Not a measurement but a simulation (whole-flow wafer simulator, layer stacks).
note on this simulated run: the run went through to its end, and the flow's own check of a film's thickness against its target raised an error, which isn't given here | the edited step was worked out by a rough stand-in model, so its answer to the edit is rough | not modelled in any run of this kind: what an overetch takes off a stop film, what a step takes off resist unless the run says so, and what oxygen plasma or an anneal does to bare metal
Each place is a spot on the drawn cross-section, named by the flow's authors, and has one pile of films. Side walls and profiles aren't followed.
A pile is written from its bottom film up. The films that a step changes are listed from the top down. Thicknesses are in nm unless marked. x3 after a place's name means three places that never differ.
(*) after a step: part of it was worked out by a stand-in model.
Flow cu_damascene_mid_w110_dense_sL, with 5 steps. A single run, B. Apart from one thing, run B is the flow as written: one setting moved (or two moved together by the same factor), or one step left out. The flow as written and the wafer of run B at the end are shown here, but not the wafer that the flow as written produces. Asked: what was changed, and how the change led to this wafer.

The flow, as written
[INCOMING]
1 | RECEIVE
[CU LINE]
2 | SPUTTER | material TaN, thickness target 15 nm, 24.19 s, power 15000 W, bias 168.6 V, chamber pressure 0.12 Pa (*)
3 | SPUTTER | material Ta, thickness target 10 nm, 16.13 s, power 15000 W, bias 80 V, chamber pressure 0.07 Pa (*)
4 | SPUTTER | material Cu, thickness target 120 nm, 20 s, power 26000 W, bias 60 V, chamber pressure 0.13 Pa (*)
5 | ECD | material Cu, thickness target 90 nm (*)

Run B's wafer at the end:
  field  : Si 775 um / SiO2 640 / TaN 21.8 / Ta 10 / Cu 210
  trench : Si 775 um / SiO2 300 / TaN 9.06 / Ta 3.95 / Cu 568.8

The reason: step 2, SPUTTER: thickness target 21.8 nm was run, whereas the flow has thickness target 15 nm; step 2, SPUTTER: 35.08 s was run, where the flow has 24.19 s.
The wafer lets one read it off: field has TaN 21.8, and step 2 as written asks for 15 nm.

How this came from the change, step by step:
  2 | SPUTTER | material TaN, thickness target 15 nm, 24.19 s, power 15000 W, bias 168.6 V, chamber pressure 0.12 Pa (*)
      field: +21.8 TaN (new film) (it would be, as written: +15 TaN (new film))
      trench: +9.06 TaN (new film) (it would be, as written: +6.23 TaN (new film))
  4 | SPUTTER | material Cu, thickness target 120 nm, 20 s, power 26000 W, bias 60 V, chamber pressure 0.13 Pa (*)
      trench: +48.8 Cu (new film) (it would be, as written: +49.9 Cu (new film))
